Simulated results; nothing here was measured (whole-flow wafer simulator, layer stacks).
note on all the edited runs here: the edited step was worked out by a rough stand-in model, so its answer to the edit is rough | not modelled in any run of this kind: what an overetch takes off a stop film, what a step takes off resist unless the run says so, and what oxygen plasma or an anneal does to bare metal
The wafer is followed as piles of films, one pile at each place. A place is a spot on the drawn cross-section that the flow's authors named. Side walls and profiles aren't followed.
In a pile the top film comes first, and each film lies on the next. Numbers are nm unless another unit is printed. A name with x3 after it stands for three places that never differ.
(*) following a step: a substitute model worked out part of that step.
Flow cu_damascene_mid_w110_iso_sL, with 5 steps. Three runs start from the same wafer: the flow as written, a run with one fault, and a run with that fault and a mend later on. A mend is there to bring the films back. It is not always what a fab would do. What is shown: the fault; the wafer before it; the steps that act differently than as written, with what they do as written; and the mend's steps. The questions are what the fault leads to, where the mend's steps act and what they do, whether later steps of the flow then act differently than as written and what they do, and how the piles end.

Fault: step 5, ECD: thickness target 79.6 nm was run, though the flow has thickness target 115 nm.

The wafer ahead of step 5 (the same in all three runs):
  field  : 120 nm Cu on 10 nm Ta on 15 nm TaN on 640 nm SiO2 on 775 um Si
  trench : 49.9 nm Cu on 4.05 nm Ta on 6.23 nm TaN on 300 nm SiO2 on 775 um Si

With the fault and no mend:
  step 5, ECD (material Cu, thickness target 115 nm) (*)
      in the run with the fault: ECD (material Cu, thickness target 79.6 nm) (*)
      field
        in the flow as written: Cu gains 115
        in the run with the fault: Cu gains 79.6
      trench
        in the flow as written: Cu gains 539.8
        in the run with the fault: Cu gains 504.4
  None of the later steps of the flow acts differently than as written at any place that is followed.
  By the end, the piles at field, trench depart from the flow's by more than 2% or 0.5 nm, whichever is larger.
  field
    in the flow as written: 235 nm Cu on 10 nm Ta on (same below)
    in the run with the fault: 199.6 nm Cu on 10 nm Ta on (same below)
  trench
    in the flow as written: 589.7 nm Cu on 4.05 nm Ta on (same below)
    in the run with the fault: 554.3 nm Cu on 4.05 nm Ta on (same below)

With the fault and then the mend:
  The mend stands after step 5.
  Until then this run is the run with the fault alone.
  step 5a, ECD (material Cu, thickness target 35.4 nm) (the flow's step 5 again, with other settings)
      field, trench
        Cu gains 35.4
  None of the later steps of the flow acts differently than as written at any place that is followed.
  The piles end the same as the flow's at every place that both follow.
